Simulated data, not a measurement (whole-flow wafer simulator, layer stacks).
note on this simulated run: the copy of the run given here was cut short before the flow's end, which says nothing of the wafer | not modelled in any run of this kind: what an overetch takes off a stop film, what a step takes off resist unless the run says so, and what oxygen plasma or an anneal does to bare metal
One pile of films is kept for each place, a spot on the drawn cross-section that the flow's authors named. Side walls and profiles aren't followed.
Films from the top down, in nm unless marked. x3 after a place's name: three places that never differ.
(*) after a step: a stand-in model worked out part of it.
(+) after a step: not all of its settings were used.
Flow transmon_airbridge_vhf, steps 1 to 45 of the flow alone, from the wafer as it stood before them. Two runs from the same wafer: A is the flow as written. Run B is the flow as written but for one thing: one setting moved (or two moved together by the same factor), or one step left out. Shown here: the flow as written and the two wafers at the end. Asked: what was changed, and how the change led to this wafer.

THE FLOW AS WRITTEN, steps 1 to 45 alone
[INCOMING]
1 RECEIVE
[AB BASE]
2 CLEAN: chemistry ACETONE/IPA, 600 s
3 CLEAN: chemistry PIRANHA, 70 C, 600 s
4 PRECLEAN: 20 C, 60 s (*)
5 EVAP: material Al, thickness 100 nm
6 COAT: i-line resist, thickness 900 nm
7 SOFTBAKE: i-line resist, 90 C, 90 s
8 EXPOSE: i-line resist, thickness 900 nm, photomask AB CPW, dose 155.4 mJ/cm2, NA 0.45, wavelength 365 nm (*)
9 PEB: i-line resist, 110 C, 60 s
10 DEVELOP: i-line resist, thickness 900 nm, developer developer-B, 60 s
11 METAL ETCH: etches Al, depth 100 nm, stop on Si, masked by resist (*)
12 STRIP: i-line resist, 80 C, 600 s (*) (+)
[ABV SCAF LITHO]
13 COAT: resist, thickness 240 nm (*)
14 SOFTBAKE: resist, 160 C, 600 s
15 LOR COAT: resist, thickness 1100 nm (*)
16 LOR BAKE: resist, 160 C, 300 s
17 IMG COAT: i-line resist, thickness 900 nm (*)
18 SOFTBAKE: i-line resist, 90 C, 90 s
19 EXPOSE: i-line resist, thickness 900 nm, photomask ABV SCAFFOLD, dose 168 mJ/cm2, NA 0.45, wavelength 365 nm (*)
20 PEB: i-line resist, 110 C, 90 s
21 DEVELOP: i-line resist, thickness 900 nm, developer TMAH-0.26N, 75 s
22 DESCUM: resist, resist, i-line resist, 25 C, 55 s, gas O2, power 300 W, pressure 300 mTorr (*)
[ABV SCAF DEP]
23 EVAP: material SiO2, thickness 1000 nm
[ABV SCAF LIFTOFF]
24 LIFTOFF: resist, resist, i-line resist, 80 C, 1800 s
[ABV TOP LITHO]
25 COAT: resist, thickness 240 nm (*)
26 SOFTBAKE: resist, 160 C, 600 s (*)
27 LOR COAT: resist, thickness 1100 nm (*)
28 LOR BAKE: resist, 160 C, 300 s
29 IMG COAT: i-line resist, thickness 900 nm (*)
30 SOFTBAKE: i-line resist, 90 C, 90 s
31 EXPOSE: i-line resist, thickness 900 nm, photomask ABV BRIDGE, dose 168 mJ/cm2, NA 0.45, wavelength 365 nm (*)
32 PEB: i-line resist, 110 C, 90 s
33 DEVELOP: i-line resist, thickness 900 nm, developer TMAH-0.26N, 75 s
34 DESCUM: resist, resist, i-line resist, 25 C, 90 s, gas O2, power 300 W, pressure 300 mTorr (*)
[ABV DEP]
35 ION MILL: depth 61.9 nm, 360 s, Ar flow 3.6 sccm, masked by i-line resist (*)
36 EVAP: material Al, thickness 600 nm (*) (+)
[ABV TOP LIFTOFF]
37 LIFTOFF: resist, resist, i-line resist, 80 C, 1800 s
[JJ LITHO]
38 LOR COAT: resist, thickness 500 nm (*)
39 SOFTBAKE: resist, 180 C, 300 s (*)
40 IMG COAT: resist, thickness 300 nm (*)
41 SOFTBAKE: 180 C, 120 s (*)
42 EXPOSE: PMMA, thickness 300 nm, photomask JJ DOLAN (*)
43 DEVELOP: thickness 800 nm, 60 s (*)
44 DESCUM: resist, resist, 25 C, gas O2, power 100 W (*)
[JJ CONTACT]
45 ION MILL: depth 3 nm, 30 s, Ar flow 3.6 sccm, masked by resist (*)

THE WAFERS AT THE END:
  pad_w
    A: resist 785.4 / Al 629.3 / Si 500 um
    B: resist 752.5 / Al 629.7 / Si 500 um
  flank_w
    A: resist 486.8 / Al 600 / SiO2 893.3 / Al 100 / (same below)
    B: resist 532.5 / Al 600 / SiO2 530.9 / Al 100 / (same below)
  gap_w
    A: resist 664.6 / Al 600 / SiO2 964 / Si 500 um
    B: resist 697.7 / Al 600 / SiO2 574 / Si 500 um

The cause: step 23, EVAP: thickness 610 nm was run, where the flow has thickness 1000 nm.

How the change led to this, step by step:
  23 EVAP: material SiO2, thickness 1000 nm
      field x3, jj_line, ground_far and 10 more: A SiO2 +1000 (new film) | B SiO2 +610 (new film)
      flank_w, flank_e: A SiO2 +929.3 (new film) | B SiO2 +566.9 (new film)
  24 LIFTOFF: resist, resist, i-line resist, 80 C, 1800 s
      field x3, jj_line, trace_open_s x2: A SiO2 -1000 (all of it), i-line resist -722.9 (all of it), resist -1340 (all of it) | B SiO2 -610 (all of it), i-line resist -722.9 (all of it), resist -1340 (all of it)
      pad_w, pad_e: A SiO2 -1000 (all of it), i-line resist -718 (all of it), resist -1330.2 (all of it) | B SiO2 -610 (all of it), i-line resist -718 (all of it), resist -1330.2 (all of it)
      (and at 1 more place)
  25 COAT: resist, thickness 240 nm (*)
      flank_w, flank_e: A resist +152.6 (new film) | B resist +166.7 (new film)
      gap_w, gap_e: A resist +210.7 (new film) | B resist +227.3 (new film)
      (and at 6 more places)
  27 LOR COAT: resist, thickness 1100 nm (*)
      gap_w, gap_e: A resist +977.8 | B resist +1032.8
      margin_s, margin_n: A resist +823.4 | B resist +921.1
      (and at 6 more places)
  29 IMG COAT: i-line resist, thickness 900 nm (*)
      gap_w, gap_e: A i-line resist +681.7 (new film) | B i-line resist +776.9 (new film)
      margin_s, margin_n: A i-line resist +603.2 (new film) | B i-line resist +725.9 (new film)
      (and at 7 more places)
  32 PEB: i-line resist, 110 C, 90 s
      pad_w, pad_e: A i-line resist -51 | B i-line resist -49.1
      flank_w, flank_e: A i-line resist -38.3 | B i-line resist -42.1
      (and at 7 more places)
  33 DEVELOP: i-line resist, thickness 900 nm, developer TMAH-0.26N, 75 s
      gap_w, gap_e: A i-line resist -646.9 (all of it), resist -977.8 | B i-line resist -737.2 (all of it), resist -1032.8
      pad_w: A i-line resist -937.2 (all of it), resist -1247.8 | B i-line resist -903.6 (all of it), resist -1186.6
      (and at 5 more places)
  34 DESCUM: resist, resist, i-line resist, 25 C, 90 s, gas O2, power 300 W, pressure 300 mTorr (*)
      flank_w, flank_e: A resist -152.6 (all of it) | B resist -166.7 (all of it)
      gap_w, gap_e: A resist -210.7 (all of it) | B resist -227.3 (all of it)
      (and at 4 more places)
  37 LIFTOFF: resist, resist, i-line resist, 80 C, 1800 s
      margin_s, margin_n: A Al -600 (all of it), i-line resist -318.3 (all of it), resist -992 (all of it) | B Al -600 (all of it), i-line resist -434.6 (all of it), resist -1112.1 (all of it)
      ground_far: A Al -600 (all of it), i-line resist -717.9 (all of it), resist -1384.9 (all of it) | B Al -600 (all of it), i-line resist -669.2 (all of it), resist -1370.6 (all of it)
  38 LOR COAT: resist, thickness 500 nm (*)
      pad_w, pad_e: A resist +517 (new film) | B resist +494.5 (new film)
      flank_w, flank_e: A resist +306.5 (new film) | B resist +339.3 (new film)
      (and at 6 more places)
  40 IMG COAT: resist, thickness 300 nm (*)
      pad_w, pad_e: A resist +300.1 | B resist +289.7
      flank_w, flank_e: A resist +212.1 | B resist +225
      (and at 6 more places)
